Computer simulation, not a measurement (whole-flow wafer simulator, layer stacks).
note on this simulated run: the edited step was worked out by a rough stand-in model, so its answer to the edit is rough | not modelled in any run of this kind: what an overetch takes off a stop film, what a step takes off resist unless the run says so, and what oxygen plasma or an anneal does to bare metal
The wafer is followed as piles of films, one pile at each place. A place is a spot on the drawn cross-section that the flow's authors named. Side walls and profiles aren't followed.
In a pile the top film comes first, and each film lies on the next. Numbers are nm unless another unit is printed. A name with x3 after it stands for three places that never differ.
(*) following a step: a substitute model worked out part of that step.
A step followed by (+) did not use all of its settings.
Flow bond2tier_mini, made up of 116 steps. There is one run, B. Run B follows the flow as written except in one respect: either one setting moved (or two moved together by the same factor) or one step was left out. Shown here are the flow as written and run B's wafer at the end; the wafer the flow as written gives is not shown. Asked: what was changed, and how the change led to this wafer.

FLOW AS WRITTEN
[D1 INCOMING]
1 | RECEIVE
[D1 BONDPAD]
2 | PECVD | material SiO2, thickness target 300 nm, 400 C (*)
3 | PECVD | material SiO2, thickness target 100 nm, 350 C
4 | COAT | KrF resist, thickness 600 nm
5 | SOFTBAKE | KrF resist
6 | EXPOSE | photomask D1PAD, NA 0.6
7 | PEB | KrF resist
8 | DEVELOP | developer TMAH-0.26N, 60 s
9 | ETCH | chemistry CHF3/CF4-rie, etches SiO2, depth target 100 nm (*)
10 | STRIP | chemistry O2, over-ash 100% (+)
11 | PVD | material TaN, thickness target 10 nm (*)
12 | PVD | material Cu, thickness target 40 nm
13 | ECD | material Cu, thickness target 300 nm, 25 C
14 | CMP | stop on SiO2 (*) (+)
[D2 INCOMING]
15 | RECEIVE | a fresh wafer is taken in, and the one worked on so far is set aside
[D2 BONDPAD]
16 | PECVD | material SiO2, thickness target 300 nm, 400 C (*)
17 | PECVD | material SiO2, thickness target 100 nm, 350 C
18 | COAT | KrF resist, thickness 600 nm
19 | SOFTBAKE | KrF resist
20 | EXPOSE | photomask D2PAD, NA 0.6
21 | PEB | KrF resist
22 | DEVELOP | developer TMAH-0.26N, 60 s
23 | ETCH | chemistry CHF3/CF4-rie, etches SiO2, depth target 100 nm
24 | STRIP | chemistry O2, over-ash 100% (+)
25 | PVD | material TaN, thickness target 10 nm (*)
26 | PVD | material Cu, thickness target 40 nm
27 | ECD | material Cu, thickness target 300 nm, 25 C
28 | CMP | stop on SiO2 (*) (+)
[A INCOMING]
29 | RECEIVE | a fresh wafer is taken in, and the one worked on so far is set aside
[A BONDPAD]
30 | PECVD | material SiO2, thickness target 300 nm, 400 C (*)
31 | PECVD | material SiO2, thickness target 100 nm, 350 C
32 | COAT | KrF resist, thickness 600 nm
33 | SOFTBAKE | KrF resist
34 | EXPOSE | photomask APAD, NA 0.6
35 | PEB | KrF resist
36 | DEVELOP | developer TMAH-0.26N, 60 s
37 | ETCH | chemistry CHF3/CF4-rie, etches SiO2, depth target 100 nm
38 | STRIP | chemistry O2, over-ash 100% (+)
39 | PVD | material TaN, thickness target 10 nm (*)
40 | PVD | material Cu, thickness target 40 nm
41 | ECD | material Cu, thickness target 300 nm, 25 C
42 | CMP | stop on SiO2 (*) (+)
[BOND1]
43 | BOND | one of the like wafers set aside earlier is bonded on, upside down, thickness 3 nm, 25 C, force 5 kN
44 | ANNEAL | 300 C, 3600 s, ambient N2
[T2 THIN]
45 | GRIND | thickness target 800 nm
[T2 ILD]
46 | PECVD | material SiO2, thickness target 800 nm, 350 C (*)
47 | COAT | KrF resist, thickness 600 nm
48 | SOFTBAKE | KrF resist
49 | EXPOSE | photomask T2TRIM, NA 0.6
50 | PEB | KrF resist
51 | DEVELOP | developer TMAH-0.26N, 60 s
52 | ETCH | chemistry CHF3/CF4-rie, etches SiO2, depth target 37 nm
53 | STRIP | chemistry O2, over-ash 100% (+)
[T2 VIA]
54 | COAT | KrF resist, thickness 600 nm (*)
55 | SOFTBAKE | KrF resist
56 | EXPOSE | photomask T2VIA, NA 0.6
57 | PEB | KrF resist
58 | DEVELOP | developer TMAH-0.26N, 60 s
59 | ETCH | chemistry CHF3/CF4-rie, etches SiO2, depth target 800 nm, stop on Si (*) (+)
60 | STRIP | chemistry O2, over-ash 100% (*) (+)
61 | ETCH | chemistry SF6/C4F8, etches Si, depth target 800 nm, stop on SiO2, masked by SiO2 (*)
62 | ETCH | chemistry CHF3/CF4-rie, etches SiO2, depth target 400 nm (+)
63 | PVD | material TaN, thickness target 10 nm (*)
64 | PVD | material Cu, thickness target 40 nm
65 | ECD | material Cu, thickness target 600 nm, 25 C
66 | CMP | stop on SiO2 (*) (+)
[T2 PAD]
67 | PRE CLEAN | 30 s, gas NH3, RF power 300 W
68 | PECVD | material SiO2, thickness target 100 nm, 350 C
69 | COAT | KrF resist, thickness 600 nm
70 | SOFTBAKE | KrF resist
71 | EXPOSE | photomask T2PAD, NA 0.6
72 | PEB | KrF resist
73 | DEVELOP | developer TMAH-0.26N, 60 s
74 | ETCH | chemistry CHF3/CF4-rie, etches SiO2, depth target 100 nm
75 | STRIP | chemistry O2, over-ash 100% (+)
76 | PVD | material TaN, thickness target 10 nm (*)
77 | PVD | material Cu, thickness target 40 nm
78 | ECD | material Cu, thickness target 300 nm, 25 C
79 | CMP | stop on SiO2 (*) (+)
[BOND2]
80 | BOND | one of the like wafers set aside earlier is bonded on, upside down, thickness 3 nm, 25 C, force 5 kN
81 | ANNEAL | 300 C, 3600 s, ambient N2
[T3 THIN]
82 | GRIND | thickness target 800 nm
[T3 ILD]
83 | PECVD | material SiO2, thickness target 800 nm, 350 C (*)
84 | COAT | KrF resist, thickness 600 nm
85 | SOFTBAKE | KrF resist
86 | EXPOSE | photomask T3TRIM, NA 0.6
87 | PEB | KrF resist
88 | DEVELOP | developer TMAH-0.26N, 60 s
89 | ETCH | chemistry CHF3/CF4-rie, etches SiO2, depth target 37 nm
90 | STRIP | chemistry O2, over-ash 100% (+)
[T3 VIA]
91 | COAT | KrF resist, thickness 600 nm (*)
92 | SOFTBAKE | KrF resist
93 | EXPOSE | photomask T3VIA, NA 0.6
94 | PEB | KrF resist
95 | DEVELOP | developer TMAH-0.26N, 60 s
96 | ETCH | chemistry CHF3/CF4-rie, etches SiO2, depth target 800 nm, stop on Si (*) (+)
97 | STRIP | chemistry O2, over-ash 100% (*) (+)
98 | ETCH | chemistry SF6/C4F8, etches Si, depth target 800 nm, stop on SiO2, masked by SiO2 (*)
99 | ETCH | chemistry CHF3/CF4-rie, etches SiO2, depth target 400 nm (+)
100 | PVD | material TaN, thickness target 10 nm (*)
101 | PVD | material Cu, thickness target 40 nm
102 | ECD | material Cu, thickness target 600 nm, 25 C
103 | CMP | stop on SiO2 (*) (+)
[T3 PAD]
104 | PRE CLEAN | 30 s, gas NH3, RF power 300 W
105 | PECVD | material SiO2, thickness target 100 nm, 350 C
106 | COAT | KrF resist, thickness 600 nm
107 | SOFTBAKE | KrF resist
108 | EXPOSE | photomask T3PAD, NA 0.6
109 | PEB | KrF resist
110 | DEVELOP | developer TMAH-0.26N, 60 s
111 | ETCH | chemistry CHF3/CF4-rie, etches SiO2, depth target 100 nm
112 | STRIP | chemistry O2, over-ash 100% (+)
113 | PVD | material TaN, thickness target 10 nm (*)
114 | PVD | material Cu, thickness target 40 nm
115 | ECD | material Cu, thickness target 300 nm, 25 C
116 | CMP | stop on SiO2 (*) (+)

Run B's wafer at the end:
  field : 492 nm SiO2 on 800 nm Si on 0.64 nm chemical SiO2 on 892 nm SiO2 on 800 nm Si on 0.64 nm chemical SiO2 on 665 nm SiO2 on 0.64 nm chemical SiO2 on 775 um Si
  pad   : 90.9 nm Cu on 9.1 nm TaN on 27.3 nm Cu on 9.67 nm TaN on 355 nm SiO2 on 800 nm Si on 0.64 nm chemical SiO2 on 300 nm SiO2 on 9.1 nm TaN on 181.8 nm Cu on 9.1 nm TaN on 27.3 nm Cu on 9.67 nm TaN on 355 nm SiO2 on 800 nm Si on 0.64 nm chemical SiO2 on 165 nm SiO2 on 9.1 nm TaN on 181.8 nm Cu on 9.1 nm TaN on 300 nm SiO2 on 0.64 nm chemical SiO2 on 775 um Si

What caused this: step 2, PECVD: thickness target 165 nm was run, though the flow has thickness target 300 nm.
One can read it off the wafer: pad has SiO2 165, and step 2 as written asks for 300 nm.

How this came from the change, step by step:
  2 | PECVD | material SiO2, thickness target 300 nm, 400 C (*)
      field, pad, via: SiO2 gains 165 (new film) (in the flow as written it would be: SiO2 gains 300 (new film))
  43 | BOND | one of the like wafers set aside earlier is bonded on, upside down, thickness 3 nm, 25 C, force 5 kN
      field: Si gains 775 um (new film), chemical SiO2 gains 0.64 (new film), SiO2 gains 265 (in the flow as written it would be: Si gains 775 um (new film), chemical SiO2 gains 0.64 (new film), SiO2 gains 400)
      pad: Si gains 775 um (new film), chemical SiO2 gains 0.64 (new film), SiO2 gains 165 (new film), TaN gains 9.1 (new film), Cu gains 90.9 (in the flow as written it would be: Si gains 775 um (new film), chemical SiO2 gains 0.64 (new film), SiO2 gains 300 (new film), TaN gains 9.1 (new film), Cu gains 90.9)
      (and at 1 other place as well)
